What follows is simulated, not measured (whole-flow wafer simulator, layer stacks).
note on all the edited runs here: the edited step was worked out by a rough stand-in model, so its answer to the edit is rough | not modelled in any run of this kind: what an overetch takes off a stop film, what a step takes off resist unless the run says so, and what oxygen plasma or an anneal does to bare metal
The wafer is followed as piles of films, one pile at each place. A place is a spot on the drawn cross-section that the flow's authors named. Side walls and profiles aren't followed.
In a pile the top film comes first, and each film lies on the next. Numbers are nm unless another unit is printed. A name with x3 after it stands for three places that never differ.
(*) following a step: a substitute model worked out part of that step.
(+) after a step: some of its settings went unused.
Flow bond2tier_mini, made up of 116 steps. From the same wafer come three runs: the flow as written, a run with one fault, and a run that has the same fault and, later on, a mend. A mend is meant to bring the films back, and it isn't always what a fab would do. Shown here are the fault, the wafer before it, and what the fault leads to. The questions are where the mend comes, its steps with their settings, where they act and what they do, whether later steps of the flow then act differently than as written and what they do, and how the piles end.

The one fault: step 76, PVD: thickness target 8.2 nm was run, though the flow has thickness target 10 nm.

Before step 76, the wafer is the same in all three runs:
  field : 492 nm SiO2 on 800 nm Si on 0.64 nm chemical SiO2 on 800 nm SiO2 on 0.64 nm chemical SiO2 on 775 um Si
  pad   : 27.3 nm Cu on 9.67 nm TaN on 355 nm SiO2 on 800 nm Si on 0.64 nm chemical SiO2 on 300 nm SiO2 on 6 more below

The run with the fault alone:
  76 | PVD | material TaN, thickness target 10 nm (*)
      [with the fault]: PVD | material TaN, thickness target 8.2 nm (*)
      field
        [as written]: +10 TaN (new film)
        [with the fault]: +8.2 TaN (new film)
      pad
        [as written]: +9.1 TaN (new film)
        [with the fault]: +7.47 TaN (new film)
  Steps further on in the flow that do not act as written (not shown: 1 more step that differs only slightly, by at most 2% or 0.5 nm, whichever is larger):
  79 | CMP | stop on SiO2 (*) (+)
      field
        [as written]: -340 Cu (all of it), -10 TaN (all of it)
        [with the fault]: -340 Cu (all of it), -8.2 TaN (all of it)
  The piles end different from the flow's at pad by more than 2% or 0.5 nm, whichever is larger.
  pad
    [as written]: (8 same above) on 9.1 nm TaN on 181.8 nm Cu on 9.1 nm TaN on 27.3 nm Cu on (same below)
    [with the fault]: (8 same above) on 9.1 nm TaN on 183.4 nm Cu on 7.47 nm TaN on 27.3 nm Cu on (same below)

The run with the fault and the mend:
  The mend stands after step 76.
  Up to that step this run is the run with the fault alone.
  76a | PVD | material TaN, thickness target 1.8 nm (*) (a further turn of the flow's step 76, with different settings)
      field
        +1.8 TaN
      pad
        +1.64 TaN
  None of the later steps of the flow acts differently than as written at any place that is followed.
  By the end, the piles equal the flow's at every place that both follow.
